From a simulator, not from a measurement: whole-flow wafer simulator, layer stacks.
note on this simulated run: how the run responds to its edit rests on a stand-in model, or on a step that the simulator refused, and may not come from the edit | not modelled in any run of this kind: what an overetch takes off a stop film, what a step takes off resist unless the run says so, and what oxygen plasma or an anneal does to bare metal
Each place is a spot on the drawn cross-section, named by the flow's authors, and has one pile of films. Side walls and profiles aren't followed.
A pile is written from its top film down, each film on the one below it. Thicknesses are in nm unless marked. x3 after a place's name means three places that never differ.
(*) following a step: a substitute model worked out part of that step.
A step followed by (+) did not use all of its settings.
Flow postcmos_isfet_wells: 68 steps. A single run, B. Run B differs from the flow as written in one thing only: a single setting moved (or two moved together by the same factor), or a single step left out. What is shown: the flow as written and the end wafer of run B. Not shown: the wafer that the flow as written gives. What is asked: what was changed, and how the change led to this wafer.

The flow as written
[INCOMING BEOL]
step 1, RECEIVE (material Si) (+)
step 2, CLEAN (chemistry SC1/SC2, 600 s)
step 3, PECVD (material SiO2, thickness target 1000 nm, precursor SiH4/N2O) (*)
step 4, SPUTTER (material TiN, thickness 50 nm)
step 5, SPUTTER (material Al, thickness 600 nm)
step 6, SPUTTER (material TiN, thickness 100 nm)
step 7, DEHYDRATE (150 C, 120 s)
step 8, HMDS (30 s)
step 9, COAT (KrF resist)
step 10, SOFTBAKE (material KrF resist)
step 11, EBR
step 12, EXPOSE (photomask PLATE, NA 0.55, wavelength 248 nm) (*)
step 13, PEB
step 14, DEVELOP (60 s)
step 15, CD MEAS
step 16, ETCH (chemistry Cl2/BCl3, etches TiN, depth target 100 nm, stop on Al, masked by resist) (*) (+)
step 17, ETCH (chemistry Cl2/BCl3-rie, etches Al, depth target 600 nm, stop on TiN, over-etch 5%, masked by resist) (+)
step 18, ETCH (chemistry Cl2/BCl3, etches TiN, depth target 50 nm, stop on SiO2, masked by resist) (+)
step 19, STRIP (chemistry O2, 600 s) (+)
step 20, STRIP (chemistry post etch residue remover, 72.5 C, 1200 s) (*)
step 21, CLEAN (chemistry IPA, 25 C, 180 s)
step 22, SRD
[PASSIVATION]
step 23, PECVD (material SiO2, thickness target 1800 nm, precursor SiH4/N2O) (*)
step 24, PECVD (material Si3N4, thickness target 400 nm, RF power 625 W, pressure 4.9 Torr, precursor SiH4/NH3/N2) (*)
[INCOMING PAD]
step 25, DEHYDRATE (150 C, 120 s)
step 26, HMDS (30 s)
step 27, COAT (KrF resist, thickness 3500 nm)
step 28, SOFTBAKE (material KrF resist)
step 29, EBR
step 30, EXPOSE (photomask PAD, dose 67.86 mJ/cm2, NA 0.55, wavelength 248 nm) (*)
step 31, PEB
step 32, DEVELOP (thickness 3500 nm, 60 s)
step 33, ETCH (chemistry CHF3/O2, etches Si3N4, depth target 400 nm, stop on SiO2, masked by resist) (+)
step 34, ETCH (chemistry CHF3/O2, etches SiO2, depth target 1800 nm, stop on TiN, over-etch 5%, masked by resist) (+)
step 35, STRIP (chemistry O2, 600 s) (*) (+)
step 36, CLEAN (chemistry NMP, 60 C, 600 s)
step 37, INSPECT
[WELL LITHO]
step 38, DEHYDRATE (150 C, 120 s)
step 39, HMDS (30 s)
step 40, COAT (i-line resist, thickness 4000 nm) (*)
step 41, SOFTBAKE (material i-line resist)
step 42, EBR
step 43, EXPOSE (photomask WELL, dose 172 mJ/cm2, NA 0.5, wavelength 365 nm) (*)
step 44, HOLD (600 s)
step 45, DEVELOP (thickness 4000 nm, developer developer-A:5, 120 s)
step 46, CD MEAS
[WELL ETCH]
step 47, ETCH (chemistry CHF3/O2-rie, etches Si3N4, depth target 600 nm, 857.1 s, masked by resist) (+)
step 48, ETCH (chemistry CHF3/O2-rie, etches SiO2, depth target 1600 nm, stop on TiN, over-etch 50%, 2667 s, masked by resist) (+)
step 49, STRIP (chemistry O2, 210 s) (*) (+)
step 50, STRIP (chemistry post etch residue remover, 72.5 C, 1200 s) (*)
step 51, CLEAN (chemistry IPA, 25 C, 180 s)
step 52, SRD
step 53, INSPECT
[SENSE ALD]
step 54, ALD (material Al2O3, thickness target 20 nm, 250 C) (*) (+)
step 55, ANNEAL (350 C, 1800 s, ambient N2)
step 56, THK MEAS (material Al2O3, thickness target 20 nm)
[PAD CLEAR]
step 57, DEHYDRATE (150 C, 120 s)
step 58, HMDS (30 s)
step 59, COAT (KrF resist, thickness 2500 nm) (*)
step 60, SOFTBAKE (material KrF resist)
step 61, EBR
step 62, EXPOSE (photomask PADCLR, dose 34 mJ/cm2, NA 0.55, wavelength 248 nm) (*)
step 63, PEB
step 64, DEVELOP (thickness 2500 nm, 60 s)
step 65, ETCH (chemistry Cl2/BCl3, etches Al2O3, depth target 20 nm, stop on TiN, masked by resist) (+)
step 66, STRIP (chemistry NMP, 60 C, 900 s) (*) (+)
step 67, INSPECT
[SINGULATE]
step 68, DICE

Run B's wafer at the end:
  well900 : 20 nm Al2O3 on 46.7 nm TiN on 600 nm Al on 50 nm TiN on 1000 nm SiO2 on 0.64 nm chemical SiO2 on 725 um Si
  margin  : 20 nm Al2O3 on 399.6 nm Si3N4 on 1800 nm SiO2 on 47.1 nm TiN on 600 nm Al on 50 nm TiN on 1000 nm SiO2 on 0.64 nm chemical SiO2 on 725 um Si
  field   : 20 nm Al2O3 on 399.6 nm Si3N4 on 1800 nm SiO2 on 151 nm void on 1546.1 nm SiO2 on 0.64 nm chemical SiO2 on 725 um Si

Cause: step 6, SPUTTER: thickness 47.5 nm was run, though the flow has thickness 100 nm.

The path from the change to this, step by step:
  step 6, SPUTTER (material TiN, thickness 100 nm)
      field, margin, well900, well1300 x3, pad_rim, pad_clr, pad_open: +47.5 TiN (new film) (in the flow as written it would be: +100 TiN (new film))
  step 16, ETCH (chemistry Cl2/BCl3, etches TiN, depth target 100 nm, stop on Al, masked by resist) (*) (+)
      margin, well900, well1300 x3, pad_rim, pad_clr, pad_open: -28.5 KrF resist (in the flow as written it would be: -40 KrF resist)
      field: -47.5 TiN (all of it) (in the flow as written it would be: -100 TiN (all of it))
  step 23, PECVD (material SiO2, thickness target 1800 nm, precursor SiH4/N2O) (*)
      field: +1800 SiO2 (new film), +151 void (new film), +546.1 SiO2 (in the flow as written it would be: +1800 SiO2 (new film), +189.9 void (new film), +559.7 SiO2)
